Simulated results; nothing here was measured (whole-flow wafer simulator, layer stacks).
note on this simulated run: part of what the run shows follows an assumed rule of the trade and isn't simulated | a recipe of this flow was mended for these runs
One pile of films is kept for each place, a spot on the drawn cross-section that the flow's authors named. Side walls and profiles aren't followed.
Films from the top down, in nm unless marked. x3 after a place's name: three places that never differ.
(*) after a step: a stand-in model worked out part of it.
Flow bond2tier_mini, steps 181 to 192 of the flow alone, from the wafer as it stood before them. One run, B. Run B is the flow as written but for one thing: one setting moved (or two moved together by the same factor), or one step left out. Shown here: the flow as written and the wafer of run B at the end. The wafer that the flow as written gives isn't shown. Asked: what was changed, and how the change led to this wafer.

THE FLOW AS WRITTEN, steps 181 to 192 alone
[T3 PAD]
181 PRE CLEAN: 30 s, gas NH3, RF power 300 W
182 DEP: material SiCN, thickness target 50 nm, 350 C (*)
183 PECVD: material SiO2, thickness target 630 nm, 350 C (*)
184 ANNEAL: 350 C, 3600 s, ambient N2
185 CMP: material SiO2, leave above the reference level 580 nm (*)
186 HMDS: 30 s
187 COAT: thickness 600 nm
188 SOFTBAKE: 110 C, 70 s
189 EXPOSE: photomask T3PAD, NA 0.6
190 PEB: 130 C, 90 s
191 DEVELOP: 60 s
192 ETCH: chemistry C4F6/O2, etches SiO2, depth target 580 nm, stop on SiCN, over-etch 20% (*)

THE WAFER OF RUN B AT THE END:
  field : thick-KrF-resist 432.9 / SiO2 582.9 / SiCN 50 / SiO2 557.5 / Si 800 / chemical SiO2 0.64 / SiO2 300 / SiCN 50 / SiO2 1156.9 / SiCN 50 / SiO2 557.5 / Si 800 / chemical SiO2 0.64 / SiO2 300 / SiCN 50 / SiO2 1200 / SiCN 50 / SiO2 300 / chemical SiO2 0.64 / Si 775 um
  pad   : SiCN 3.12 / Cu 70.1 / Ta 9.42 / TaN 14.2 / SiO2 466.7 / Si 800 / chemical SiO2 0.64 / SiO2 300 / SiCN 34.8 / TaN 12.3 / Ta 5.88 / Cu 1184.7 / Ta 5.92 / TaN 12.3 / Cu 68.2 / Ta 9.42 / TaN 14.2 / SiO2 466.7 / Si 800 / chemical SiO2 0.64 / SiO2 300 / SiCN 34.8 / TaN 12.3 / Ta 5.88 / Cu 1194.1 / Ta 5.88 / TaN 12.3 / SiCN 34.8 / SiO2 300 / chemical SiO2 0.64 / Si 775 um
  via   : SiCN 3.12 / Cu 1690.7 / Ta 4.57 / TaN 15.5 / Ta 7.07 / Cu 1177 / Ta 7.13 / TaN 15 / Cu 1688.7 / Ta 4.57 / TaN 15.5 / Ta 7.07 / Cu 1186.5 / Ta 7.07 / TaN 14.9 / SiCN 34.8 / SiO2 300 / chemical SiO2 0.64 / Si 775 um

The cause: step 192, ETCH: depth target 715 nm was run, where the flow has depth target 580 nm.

How the change led to this, step by step:
  192 ETCH: chemistry C4F6/O2, etches SiO2, depth target 580 nm, stop on SiCN, over-etch 20% (*)
      pad, via: SiO2 -580 (all of it), SiCN -46.9 (as written it would be: SiO2 -580 (all of it), SiCN -19.6)
      field: thick-KrF-resist -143 (as written it would be: thick-KrF-resist -116)
